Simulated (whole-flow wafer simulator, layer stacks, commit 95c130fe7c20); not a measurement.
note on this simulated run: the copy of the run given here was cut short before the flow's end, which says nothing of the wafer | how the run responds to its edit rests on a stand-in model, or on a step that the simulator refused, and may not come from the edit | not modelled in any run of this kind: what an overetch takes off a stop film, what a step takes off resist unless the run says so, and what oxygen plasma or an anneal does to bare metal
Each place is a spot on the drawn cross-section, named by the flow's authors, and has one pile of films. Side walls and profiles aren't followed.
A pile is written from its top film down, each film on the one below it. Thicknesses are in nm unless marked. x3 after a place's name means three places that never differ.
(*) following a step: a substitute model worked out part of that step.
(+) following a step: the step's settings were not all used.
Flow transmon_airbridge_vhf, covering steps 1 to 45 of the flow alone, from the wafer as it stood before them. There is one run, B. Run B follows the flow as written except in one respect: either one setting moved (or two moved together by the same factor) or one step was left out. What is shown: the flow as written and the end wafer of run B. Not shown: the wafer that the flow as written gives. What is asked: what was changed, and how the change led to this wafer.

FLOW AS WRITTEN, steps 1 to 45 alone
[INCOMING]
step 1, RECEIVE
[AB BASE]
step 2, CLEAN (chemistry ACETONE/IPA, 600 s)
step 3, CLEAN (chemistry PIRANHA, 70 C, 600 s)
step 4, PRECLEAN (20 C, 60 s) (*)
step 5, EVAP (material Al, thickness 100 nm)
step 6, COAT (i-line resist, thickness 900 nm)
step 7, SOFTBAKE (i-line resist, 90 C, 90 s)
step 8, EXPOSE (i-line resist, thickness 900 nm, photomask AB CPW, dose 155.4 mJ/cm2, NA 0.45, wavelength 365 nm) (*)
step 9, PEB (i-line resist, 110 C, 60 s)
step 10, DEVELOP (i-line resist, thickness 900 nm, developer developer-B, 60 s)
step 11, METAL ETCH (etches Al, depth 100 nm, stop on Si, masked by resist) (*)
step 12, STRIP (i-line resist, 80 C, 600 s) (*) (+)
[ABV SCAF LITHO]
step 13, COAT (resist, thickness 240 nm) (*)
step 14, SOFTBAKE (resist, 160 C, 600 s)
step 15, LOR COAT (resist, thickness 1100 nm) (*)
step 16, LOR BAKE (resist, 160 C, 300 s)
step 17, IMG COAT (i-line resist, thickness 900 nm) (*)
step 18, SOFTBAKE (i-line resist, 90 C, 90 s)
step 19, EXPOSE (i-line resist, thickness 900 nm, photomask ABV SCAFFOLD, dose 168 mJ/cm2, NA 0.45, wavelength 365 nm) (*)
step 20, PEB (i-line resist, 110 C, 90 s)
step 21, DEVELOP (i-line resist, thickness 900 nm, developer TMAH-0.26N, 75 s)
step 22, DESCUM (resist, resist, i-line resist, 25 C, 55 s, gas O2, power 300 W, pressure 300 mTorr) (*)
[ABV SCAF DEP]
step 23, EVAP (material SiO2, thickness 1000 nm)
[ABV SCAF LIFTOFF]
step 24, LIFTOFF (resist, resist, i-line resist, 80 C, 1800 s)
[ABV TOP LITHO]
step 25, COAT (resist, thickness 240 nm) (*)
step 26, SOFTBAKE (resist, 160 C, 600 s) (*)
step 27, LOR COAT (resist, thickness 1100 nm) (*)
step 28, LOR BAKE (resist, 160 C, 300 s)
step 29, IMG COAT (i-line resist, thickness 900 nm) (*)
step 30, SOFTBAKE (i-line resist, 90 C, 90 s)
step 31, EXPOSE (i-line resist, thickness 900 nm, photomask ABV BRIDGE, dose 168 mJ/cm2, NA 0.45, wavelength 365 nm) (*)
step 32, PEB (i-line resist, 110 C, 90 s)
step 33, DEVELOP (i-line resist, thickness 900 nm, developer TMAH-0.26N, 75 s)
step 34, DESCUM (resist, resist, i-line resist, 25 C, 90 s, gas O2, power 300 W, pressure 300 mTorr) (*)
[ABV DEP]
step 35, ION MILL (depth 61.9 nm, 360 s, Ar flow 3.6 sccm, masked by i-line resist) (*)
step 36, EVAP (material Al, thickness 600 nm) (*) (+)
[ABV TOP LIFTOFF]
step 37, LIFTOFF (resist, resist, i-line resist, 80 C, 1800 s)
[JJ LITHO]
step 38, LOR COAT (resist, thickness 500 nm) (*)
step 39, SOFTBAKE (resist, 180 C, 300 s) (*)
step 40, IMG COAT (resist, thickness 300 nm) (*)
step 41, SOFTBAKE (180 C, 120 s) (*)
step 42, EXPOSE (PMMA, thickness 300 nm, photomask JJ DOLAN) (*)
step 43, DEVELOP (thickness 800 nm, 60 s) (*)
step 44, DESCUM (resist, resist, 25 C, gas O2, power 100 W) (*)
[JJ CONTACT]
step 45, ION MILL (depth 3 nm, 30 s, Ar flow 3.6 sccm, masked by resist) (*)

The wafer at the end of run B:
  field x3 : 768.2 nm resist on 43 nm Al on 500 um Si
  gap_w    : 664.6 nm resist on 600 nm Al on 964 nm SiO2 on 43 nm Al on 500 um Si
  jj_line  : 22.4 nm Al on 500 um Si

Cause: step 5, EVAP: thickness 143 nm was run, while the flow as written has thickness 100 nm.

Step by step, how the change led to this:
  step 5, EVAP (material Al, thickness 100 nm)
      field x3, jj_line, ground_far and 12 more: Al gains 143 (new film) (in the flow as written it would be: Al gains 100 (new film))
  step 11, METAL ETCH (etches Al, depth 100 nm, stop on Si, masked by resist) (*)
      field x3, jj_line, gap_w, gap_e: Al loses 100 (in the flow as written it would be: Al loses 100 (all of it))
  step 45, ION MILL (depth 3 nm, 30 s, Ar flow 3.6 sccm, masked by resist) (*)
      jj_line: Al loses 20.6 (in the flow as written it would be: Si loses 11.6)
If metal films that touch count as one body, field x3 has 1 body; the flow as written gives 0 bodies.
If metal films that touch count as one body, gap_w has 2 bodies (between them, from the top down: SiO2 964); the flow as written gives 1 body.
If metal films that touch count as one body, jj_line has 1 body; the flow as written gives 0 bodies.
